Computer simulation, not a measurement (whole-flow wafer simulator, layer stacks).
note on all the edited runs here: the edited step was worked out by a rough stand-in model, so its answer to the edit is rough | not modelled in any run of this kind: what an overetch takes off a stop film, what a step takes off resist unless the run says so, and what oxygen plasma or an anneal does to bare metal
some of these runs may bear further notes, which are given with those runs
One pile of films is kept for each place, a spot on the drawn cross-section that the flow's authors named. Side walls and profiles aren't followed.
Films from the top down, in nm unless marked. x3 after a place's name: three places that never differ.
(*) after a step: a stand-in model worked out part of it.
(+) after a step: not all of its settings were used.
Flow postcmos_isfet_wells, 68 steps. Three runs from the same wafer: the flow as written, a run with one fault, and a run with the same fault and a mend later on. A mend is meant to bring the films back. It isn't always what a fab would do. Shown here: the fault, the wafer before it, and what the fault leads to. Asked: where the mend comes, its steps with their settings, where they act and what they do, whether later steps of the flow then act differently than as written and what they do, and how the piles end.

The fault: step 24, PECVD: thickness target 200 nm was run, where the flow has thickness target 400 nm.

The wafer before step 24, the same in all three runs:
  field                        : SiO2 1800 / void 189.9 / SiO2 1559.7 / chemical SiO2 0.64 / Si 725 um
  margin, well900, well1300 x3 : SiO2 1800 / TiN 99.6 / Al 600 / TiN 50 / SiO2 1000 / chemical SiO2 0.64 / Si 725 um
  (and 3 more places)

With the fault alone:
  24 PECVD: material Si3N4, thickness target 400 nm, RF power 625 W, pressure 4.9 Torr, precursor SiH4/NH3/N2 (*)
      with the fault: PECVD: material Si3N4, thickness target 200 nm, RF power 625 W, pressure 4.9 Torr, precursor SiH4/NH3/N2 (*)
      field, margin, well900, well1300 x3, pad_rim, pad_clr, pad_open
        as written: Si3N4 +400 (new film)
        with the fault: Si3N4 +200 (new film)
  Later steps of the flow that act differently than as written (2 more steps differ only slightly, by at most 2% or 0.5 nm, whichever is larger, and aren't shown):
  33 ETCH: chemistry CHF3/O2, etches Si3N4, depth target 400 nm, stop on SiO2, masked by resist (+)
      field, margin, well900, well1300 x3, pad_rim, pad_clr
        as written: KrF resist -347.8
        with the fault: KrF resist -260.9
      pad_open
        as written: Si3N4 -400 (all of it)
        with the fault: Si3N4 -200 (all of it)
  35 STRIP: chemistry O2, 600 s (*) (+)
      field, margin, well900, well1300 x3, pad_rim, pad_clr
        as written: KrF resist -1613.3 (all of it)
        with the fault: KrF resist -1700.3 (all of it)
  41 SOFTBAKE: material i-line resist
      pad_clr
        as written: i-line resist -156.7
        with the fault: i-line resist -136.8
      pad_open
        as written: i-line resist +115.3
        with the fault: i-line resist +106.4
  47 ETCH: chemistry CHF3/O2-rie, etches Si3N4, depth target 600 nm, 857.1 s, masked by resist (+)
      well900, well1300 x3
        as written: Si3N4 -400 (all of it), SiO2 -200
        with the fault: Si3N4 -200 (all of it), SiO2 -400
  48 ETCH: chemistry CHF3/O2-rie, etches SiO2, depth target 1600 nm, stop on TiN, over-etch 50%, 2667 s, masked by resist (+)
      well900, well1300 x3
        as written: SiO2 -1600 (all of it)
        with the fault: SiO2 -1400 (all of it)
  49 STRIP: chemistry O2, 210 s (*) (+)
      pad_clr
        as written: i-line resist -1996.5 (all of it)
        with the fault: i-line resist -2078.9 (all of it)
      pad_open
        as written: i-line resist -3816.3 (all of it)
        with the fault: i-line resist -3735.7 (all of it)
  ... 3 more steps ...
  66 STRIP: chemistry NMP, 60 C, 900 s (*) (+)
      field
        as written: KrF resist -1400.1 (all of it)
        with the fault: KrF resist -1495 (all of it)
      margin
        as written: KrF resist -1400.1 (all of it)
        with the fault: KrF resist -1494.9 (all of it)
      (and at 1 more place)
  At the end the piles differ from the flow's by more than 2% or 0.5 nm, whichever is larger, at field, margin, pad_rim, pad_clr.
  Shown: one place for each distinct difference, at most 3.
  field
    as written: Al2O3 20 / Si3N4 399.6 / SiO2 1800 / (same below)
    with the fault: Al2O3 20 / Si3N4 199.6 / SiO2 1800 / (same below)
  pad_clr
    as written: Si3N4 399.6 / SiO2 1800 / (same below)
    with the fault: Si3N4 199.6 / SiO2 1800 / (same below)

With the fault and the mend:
  The mend comes after step 32.
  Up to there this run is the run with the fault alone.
  32a STRIP: chemistry O2, 600 s (*) (+)
      field, margin, well900, well1300 x3, pad_rim, pad_clr
        KrF resist -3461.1 (all of it)
  32b PECVD: material Si3N4, thickness target 200 nm, RF power 625 W, pressure 4.9 Torr, precursor SiH4/NH3/N2 (*) (the flow's step 24 once more, with other settings)
      field, margin, well900, well1300 x3, pad_rim, pad_clr, pad_open
        Si3N4 +200
  32c HMDS: 30 s (the flow's step 26 once more)
      changes no film at any place that is followed
  32d COAT: KrF resist, thickness 3500 nm (the flow's step 27 once more)
      field, margin, well900, well1300 x3, pad_rim, pad_clr, pad_open
        KrF resist +3500 (new film)
  32e SOFTBAKE: material KrF resist (the flow's step 28 once more)
      changes no film at any place that is followed
  32f EBR (the flow's step 29 once more)
      changes no film at any place that is followed
  32g EXPOSE: photomask PAD, dose 67.86 mJ/cm2, NA 0.55, wavelength 248 nm (*) (the flow's step 30 once more)
      changes no film at any place that is followed
  32h PEB (the flow's step 31 once more)
      field, margin, well900, well1300 x3, pad_rim, pad_clr, pad_open
        KrF resist -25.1
  32i DEVELOP: thickness 3500 nm, 60 s (the flow's step 32 once more)
      field, margin, well900, well1300 x3, pad_rim, pad_clr
        KrF resist -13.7
      pad_open
        KrF resist -3474.9 (all of it)
  No later step of the flow acts differently than as written at any place that is followed.
  At the end the piles are the same as the flow's at every place that both follow.
